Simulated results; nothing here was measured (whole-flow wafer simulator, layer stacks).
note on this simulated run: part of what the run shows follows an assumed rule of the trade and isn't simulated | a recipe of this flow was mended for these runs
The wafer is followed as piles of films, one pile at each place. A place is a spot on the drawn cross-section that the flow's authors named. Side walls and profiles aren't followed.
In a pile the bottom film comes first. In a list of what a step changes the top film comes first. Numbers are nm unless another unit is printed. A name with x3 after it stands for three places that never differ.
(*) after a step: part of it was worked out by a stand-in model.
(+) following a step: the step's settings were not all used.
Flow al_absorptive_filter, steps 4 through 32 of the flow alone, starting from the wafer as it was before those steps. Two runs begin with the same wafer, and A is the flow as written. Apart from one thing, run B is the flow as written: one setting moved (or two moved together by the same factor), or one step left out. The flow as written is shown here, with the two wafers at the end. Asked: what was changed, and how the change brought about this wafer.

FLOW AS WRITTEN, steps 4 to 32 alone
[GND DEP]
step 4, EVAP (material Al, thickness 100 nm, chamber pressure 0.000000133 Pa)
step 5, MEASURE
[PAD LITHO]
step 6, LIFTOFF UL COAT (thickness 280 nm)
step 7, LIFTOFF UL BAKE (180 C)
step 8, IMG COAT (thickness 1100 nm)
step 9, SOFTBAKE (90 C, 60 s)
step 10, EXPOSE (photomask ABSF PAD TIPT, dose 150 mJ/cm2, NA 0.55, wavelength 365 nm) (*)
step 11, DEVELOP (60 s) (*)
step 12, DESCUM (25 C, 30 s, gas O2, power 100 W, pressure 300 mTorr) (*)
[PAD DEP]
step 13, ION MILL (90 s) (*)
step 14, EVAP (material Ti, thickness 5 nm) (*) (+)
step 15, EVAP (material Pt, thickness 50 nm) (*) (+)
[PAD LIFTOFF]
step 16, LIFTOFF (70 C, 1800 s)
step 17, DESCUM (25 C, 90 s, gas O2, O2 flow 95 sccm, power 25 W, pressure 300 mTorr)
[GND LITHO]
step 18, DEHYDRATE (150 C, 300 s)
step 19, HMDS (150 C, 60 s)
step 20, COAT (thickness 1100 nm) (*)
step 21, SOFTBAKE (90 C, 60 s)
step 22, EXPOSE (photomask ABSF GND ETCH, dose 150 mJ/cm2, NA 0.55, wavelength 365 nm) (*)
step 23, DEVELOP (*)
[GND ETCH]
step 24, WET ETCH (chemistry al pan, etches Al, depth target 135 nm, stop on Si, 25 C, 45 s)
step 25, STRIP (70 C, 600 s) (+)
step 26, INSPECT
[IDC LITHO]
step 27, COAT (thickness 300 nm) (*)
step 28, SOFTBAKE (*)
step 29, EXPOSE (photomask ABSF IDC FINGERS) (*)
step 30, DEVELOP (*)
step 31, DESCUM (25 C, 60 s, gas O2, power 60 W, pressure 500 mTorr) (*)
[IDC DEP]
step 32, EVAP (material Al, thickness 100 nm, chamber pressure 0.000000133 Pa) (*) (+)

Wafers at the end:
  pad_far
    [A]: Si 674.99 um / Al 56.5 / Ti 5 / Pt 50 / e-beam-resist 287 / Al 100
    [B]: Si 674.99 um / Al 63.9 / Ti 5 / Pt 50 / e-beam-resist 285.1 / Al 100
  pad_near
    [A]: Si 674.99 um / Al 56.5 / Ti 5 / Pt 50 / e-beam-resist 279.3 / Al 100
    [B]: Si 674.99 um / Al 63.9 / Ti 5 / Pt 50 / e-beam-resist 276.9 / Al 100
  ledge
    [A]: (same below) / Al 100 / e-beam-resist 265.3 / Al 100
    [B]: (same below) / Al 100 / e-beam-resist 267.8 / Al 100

What caused this: step 13, ION MILL: 68 s was run, though the flow has 90 s.

The path from the change to this, step by step:
  step 13, ION MILL (90 s) (*)
      gnd, ledge, res, xa_field x4, xl_gap, xl_turn, idc_field x2, idc_line: A i-line-resist loses 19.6 | B i-line-resist loses 14.8
      pad_far, pad_near: A Al loses 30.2 | B Al loses 22.8
